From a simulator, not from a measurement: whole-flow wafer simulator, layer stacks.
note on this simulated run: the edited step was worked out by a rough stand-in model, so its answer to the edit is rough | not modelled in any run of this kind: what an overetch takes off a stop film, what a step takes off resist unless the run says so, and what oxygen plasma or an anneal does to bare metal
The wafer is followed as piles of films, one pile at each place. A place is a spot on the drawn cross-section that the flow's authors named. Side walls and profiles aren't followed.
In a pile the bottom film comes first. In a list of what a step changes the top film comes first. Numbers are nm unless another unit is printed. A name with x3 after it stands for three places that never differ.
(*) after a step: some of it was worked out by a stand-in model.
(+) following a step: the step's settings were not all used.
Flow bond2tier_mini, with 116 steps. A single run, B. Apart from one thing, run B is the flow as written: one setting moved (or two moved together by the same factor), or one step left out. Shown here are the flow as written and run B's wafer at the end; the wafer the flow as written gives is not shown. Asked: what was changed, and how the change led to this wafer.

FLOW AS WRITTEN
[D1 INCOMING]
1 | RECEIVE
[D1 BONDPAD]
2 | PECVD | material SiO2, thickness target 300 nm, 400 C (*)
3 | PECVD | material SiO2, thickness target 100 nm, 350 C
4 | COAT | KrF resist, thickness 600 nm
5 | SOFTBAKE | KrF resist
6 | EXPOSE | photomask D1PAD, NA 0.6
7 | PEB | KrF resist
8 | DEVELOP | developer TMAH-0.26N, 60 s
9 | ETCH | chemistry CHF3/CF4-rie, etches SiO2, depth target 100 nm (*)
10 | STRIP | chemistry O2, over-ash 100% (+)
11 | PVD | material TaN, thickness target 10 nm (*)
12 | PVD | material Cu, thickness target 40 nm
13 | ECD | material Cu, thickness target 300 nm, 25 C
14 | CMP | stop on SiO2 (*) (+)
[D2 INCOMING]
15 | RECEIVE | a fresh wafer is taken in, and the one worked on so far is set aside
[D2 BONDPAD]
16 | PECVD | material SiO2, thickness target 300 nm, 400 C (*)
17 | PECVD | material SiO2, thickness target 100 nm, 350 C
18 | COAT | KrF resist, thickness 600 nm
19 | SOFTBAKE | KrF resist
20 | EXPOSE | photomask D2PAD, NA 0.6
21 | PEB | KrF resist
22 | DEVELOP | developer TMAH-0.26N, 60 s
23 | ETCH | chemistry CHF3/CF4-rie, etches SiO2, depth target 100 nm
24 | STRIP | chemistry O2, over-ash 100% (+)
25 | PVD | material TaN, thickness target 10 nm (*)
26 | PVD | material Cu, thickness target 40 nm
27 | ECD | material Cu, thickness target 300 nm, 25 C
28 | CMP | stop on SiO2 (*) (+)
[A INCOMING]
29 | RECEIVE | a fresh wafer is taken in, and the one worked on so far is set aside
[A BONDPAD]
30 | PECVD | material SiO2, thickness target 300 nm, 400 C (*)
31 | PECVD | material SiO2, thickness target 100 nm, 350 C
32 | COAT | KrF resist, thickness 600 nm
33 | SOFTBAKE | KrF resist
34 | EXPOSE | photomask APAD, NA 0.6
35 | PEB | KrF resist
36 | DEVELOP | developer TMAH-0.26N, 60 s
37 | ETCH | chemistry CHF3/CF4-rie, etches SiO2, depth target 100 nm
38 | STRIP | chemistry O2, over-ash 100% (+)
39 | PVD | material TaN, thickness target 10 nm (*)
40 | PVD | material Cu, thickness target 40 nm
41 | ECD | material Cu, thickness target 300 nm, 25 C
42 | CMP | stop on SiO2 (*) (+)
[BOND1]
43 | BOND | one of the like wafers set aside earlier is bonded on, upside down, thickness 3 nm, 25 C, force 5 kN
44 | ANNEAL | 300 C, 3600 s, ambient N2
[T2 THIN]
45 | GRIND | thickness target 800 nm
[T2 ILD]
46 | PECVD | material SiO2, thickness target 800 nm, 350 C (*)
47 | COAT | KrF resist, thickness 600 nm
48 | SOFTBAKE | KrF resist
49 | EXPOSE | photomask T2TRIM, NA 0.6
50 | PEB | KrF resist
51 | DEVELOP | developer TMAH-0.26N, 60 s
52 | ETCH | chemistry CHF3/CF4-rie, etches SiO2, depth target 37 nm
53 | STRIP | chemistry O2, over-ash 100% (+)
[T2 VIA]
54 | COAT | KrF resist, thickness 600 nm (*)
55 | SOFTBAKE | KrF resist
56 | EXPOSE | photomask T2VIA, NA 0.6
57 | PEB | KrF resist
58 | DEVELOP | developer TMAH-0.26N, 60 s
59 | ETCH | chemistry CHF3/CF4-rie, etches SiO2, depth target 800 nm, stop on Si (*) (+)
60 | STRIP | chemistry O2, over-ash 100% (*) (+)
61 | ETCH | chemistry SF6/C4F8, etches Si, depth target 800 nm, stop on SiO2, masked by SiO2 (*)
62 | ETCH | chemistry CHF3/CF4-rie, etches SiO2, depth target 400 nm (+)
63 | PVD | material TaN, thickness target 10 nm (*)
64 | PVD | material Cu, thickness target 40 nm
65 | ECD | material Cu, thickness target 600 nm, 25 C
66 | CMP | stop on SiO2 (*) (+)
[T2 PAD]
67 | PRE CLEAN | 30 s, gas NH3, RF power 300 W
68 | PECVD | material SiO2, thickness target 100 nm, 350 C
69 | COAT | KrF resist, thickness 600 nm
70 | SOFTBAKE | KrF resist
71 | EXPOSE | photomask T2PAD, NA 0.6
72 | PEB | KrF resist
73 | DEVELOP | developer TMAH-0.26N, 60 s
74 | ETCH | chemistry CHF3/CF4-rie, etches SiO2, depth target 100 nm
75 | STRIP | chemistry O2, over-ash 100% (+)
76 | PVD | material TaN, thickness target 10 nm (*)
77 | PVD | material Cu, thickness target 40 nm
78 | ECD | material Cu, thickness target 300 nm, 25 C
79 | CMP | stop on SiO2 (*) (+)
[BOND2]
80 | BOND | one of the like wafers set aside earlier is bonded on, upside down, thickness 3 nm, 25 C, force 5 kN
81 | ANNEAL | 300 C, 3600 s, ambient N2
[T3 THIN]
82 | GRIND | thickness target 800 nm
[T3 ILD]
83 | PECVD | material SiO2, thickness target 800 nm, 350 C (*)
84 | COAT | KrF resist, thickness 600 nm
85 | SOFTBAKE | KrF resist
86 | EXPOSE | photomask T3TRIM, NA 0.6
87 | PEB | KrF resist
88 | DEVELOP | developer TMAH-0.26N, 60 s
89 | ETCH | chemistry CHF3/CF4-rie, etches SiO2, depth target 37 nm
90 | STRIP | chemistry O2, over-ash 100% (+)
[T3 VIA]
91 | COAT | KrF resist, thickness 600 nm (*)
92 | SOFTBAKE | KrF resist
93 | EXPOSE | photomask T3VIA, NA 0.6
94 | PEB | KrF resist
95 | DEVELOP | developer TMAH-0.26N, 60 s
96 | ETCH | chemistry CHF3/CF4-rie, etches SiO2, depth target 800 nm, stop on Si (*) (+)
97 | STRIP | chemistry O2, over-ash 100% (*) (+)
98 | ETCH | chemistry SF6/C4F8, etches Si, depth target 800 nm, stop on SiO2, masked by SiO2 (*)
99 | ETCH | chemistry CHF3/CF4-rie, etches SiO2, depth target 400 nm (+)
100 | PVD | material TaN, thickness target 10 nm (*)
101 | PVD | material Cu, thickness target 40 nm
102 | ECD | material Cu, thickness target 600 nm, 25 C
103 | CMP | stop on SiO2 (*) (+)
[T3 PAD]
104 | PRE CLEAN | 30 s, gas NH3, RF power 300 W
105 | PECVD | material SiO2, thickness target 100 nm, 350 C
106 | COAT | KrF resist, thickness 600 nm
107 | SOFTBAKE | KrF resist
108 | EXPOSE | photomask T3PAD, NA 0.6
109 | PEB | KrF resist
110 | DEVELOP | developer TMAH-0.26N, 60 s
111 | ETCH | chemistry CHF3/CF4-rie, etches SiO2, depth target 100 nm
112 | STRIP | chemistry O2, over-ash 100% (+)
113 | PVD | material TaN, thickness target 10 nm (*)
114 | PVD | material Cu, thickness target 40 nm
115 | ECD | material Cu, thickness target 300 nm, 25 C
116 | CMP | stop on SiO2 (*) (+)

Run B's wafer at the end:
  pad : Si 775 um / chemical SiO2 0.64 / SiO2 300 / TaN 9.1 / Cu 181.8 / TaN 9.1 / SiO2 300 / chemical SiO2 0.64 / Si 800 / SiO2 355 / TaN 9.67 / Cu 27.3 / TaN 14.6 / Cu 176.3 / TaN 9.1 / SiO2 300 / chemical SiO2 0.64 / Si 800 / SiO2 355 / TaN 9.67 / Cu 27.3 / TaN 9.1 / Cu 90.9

What caused this: step 76, PVD: thickness target 16 nm was run, though the flow has thickness target 10 nm.

Step by step, how the change led to this:
  76 | PVD | material TaN, thickness target 10 nm (*)
      field: TaN gains 16 (new film) (it would be, as written: TaN gains 10 (new film))
      pad: TaN gains 14.6 (new film) (it would be, as written: TaN gains 9.1 (new film))
  79 | CMP | stop on SiO2 (*) (+)
      field: Cu loses 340 (all of it), TaN loses 16 (all of it) (it would be, as written: Cu loses 340 (all of it), TaN loses 10 (all of it))
